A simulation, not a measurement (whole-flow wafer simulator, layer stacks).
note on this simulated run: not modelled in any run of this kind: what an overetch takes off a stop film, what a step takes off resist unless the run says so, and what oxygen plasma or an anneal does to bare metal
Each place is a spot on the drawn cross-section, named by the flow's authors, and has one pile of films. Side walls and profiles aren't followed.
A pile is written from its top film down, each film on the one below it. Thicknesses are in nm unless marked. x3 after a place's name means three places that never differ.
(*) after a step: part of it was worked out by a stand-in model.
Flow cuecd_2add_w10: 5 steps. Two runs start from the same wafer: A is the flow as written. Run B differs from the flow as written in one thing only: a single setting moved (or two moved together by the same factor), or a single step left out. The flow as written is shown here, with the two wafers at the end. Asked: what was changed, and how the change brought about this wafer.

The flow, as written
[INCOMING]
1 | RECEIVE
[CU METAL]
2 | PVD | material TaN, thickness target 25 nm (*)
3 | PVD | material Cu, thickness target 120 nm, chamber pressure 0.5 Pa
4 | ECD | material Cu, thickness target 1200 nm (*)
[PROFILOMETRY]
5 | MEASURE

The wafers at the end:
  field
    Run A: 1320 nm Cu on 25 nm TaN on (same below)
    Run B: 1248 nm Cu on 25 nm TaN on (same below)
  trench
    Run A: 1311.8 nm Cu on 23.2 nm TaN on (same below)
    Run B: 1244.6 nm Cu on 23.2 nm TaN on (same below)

Cause: step 3, PVD: thickness target 48 nm was run, whereas the flow has thickness target 120 nm.

How this came from the change, step by step:
  3 | PVD | material Cu, thickness target 120 nm, chamber pressure 0.5 Pa
      field: A +120 Cu (new film) | B +48 Cu (new film)
      trench: A +111.8 Cu (new film) | B +44.6 Cu (new film)
